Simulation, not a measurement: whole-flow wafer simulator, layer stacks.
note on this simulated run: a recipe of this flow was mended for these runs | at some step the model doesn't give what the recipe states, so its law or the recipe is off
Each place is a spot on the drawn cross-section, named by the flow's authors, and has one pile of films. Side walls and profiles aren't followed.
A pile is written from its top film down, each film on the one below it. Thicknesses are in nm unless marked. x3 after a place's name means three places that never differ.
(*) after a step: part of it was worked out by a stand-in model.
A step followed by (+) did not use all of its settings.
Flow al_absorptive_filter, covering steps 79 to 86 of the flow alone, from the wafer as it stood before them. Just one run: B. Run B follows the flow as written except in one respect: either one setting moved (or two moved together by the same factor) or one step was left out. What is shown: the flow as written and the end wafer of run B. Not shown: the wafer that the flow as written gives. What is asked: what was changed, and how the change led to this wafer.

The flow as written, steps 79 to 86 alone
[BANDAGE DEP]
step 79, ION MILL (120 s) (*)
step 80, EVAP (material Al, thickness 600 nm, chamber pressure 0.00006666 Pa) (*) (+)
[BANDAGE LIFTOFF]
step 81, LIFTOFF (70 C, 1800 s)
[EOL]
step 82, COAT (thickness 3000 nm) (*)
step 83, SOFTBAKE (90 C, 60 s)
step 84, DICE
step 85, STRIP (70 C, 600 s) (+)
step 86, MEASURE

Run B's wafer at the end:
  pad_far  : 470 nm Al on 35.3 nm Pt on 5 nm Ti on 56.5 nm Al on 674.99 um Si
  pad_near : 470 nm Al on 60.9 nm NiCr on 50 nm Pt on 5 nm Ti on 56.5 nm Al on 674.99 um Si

The reason: step 80, EVAP: thickness 470 nm was run, whereas the flow has thickness 600 nm.
The wafer itself shows it: pad_far has Al 470, and step 80 as written asks for 600 nm.

The path from the change to this, step by step:
  step 80, EVAP (material Al, thickness 600 nm, chamber pressure 0.00006666 Pa) (*) (+)
      gnd, pad_far, pad_near and 11 more: +470 Al (new film) (in the flow as written it would be: +600 Al (new film))
  step 81, LIFTOFF (70 C, 1800 s)
      xa_field, xl_land, idc_field: -470 Al (all of it), -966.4 i-line-resist (all of it), -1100 lift-off-underlayer (all of it), -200 acrylic-e-beam-resist (all of it) (in the flow as written it would be: -600 Al (all of it), -966.4 i-line-resist (all of it), -1100 lift-off-underlayer (all of it), -200 acrylic-e-beam-resist (all of it))
      gnd: -470 Al (all of it), -968.3 i-line-resist (all of it), -1103.3 lift-off-underlayer (all of it), -200.9 acrylic-e-beam-resist (all of it) (in the flow as written it would be: -600 Al (all of it), -968.3 i-line-resist (all of it), -1103.3 lift-off-underlayer (all of it), -200.9 acrylic-e-beam-resist (all of it))
      (as well as at 8 more places)
  step 82, COAT (thickness 3000 nm) (*)
      pad_far: +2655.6 i-line-resist (new film) (in the flow as written it would be: +2560.9 i-line-resist (new film))
      pad_near: +2576.6 i-line-resist (new film) (in the flow as written it would be: +2480.3 i-line-resist (new film))
  step 83, SOFTBAKE (90 C, 60 s)
      gnd: +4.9 i-line-resist (in the flow as written it would be: +6.13 i-line-resist)
      pad_far: -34 i-line-resist (in the flow as written it would be: -44.2 i-line-resist)
      (as well as at 2 more places)
  step 85, STRIP (70 C, 600 s) (+)
      pad_far: -2621.6 i-line-resist (all of it) (in the flow as written it would be: -2516.7 i-line-resist (all of it))
      pad_near: -2544.7 i-line-resist (all of it) (in the flow as written it would be: -2439.3 i-line-resist (all of it))
